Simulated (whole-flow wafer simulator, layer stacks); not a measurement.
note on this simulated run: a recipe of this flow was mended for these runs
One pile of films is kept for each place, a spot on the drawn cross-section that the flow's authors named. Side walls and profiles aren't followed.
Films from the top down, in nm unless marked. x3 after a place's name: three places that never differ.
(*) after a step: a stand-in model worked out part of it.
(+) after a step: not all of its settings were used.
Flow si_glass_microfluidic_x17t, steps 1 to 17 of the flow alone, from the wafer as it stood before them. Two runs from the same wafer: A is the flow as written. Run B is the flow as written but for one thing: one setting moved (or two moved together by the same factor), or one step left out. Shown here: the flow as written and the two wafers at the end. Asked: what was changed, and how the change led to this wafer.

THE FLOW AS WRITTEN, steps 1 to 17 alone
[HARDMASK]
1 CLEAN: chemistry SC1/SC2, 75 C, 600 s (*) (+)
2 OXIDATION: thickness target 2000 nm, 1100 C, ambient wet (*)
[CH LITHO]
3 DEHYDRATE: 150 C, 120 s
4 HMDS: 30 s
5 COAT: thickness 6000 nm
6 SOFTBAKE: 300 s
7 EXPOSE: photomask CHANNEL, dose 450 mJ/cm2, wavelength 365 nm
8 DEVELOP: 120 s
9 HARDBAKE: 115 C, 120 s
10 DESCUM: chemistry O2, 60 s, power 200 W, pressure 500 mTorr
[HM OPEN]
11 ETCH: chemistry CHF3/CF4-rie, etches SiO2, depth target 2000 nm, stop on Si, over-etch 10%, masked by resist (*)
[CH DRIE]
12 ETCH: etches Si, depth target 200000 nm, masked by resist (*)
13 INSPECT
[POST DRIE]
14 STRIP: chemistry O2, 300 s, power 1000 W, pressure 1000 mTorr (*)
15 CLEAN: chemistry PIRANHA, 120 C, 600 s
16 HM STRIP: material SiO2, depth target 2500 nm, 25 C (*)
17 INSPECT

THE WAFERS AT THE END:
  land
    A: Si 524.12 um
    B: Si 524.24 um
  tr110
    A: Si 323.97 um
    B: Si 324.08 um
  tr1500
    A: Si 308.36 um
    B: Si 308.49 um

The cause: step 2, OXIDATION: thickness target 1712 nm was run, where the flow has thickness target 2000 nm.

How the change led to this, step by step:
  2 OXIDATION: thickness target 2000 nm, 1100 C, ambient wet (*)
      land, tr110, tr1500, tr15: A SiO2 +2000 (new film), chemical SiO2 -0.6 (all of it), Si -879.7 | B SiO2 +1712 (new film), chemical SiO2 -0.6 (all of it), Si -753
  11 ETCH: chemistry CHF3/CF4-rie, etches SiO2, depth target 2000 nm, stop on Si, over-etch 10%, masked by resist (*)
      tr110, tr1500, tr15: A SiO2 -2000 (all of it), Si -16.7 | B SiO2 -1712 (all of it), Si -40.7
      land: A thick-i-line-resist -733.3 | B thick-i-line-resist -627.7
  12 ETCH: etches Si, depth target 200000 nm, masked by resist (*)
      tr1500: A Si -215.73 um | B Si -215.71 um
      tr15: A Si -149.99 um | B Si -150.05 um
  14 STRIP: chemistry O2, 300 s, power 1000 W, pressure 1000 mTorr (*)
      land: A thick-i-line-resist -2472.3 (all of it) | B thick-i-line-resist -2578.2 (all of it)
  16 HM STRIP: material SiO2, depth target 2500 nm, 25 C (*)
      land: A SiO2 -2000 (all of it) | B SiO2 -1712 (all of it)
